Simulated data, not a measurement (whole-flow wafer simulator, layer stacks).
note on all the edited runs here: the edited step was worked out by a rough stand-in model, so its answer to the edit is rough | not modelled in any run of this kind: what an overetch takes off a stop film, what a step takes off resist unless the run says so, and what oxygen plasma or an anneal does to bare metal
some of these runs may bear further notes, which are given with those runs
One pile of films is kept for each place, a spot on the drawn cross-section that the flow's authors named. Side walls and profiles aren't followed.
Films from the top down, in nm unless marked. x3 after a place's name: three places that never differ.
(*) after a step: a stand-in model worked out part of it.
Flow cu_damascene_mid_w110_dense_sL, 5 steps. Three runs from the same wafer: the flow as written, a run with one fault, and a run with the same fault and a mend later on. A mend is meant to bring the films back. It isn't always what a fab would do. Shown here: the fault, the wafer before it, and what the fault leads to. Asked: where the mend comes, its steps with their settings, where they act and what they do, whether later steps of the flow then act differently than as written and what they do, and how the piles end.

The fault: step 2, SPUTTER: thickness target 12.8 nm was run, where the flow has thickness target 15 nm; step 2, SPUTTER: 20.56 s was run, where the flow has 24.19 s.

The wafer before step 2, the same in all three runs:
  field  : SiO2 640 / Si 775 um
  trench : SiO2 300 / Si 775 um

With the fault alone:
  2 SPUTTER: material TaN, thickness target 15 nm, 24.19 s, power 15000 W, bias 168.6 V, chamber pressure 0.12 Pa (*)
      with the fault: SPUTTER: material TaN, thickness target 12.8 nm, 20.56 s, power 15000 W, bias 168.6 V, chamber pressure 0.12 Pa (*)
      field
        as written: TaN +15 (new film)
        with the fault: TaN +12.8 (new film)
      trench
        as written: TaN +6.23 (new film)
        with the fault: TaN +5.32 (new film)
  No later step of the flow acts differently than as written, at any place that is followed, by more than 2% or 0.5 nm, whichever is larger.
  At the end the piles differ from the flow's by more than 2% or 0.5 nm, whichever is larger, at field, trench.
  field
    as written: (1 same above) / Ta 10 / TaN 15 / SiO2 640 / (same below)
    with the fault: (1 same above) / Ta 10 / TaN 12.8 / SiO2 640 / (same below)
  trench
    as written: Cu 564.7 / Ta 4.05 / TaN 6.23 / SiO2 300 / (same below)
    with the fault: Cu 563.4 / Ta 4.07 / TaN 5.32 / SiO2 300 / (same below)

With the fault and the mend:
  The mend comes after step 2.
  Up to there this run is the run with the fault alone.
  2a SPUTTER: material TaN, thickness target 2.2 nm, 3.548 s, power 15000 W, bias 168.6 V, chamber pressure 0.12 Pa (*) (the flow's step 2 once more, with other settings)
      field
        TaN +2.2
      trench
        TaN +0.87
  No later step of the flow acts differently than as written at any place that is followed.
  At the end the piles differ from the flow's only slightly at the places that both follow, by at most 2% or 0.5 nm, whichever is larger.
